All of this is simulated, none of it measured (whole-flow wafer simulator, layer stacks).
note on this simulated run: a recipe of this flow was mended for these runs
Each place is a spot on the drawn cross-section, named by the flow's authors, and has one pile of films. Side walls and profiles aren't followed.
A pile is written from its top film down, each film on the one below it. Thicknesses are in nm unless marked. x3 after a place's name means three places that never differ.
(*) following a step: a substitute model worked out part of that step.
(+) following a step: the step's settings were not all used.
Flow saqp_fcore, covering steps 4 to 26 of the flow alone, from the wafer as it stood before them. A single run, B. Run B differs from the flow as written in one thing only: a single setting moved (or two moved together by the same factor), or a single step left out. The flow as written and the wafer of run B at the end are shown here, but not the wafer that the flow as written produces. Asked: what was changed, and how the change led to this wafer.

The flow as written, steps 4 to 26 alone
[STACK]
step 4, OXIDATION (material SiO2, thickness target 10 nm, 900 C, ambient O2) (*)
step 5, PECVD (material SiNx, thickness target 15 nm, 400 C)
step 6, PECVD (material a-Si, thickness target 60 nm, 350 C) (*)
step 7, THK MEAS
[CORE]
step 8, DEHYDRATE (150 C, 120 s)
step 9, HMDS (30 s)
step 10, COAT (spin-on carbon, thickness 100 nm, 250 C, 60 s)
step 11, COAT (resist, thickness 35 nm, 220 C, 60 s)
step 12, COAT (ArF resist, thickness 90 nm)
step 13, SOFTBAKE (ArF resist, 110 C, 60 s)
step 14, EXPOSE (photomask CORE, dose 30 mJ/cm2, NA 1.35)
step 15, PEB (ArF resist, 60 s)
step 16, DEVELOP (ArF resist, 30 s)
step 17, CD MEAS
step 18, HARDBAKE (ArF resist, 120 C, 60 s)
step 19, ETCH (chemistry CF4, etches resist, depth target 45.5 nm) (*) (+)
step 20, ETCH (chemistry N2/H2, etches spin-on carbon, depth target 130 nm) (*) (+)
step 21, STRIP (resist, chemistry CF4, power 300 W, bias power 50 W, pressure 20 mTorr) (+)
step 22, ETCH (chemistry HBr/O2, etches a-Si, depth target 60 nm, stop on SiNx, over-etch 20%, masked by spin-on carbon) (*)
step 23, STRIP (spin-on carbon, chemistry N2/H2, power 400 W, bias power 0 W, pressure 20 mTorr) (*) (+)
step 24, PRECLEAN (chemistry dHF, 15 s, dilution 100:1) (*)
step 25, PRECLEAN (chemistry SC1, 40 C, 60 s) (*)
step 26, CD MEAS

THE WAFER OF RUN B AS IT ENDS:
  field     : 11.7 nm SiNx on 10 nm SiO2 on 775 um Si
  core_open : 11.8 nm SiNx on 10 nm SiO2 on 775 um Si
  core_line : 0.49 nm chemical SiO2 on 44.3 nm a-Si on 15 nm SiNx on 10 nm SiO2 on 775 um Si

The reason: step 6, PECVD: thickness target 45 nm was run, though the flow has thickness target 60 nm.

Step by step, how the change led to this:
  step 6, PECVD (material a-Si, thickness target 60 nm, 350 C) (*)
      field, core_open, core_line: +45 a-Si (new film) (in the flow as written it would be: +60 a-Si (new film))
  step 22, ETCH (chemistry HBr/O2, etches a-Si, depth target 60 nm, stop on SiNx, over-etch 20%, masked by spin-on carbon) (*)
      field: -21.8 a-Si (all of it), -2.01 SiNx (in the flow as written it would be: -36.8 a-Si (all of it), -1.41 SiNx)
      core_open: -24.4 a-Si (all of it), -1.9 SiNx (in the flow as written it would be: -39.4 a-Si (all of it), -1.3 SiNx)
      (also at 1 further place)
  step 23, STRIP (spin-on carbon, chemistry N2/H2, power 400 W, bias power 0 W, pressure 20 mTorr) (*) (+)
      core_line: -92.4 spin-on carbon (all of it) (in the flow as written it would be: -88.8 spin-on carbon (all of it))
